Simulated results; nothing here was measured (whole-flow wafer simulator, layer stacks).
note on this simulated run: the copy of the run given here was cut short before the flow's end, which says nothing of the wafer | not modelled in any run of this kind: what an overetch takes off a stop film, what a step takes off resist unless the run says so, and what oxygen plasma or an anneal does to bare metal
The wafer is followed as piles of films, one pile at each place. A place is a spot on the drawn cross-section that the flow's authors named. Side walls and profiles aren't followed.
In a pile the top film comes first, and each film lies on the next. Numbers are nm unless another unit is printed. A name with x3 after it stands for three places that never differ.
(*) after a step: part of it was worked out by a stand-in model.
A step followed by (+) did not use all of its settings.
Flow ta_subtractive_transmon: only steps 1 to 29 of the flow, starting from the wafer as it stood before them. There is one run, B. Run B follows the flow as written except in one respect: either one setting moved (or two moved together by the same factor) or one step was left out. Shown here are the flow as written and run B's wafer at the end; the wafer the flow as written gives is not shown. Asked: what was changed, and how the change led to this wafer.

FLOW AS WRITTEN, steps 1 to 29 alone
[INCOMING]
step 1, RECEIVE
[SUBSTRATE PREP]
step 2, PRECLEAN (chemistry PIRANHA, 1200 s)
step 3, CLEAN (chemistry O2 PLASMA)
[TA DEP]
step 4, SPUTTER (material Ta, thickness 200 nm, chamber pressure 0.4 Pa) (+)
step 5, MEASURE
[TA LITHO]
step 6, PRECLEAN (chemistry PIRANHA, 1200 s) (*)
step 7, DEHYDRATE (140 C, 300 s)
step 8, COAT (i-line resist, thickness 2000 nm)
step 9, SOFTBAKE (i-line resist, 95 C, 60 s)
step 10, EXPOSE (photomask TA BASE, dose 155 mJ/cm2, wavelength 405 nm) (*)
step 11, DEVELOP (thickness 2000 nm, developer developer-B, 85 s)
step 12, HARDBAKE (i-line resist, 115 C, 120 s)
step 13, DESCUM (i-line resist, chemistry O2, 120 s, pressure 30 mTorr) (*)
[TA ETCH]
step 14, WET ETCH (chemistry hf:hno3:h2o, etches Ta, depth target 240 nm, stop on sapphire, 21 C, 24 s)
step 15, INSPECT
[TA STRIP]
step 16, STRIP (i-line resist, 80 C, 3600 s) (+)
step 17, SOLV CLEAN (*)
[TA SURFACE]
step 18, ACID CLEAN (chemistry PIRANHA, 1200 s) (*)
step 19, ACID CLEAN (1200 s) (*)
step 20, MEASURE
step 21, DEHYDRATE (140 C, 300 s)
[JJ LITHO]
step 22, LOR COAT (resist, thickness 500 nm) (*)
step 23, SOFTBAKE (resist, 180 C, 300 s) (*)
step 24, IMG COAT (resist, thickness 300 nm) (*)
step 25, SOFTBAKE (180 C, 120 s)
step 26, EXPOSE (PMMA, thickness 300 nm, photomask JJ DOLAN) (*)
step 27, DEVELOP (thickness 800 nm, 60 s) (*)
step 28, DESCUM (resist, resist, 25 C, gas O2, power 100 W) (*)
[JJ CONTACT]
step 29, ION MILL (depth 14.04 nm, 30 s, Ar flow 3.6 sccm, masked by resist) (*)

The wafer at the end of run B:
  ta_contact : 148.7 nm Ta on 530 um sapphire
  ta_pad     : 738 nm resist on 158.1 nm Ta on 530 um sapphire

Cause: step 4, SPUTTER: thickness 158.4 nm was run, whereas the flow has thickness 200 nm.

How this came from the change, step by step:
  step 4, SPUTTER (material Ta, thickness 200 nm, chamber pressure 0.4 Pa) (+)
      field x2, jj_line, lead, ta_contact, ta_pad: Ta gains 158.4 (new film) (in the flow as written it would be: Ta gains 200 (new film))
  step 14, WET ETCH (chemistry hf:hno3:h2o, etches Ta, depth target 240 nm, stop on sapphire, 21 C, 24 s)
      field x2, jj_line, lead: Ta loses 158.4 (all of it) (in the flow as written it would be: Ta loses 200 (all of it))
  step 22, LOR COAT (resist, thickness 500 nm) (*)
      ta_contact: resist gains 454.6 (new film) (in the flow as written it would be: resist gains 443.8 (new film))
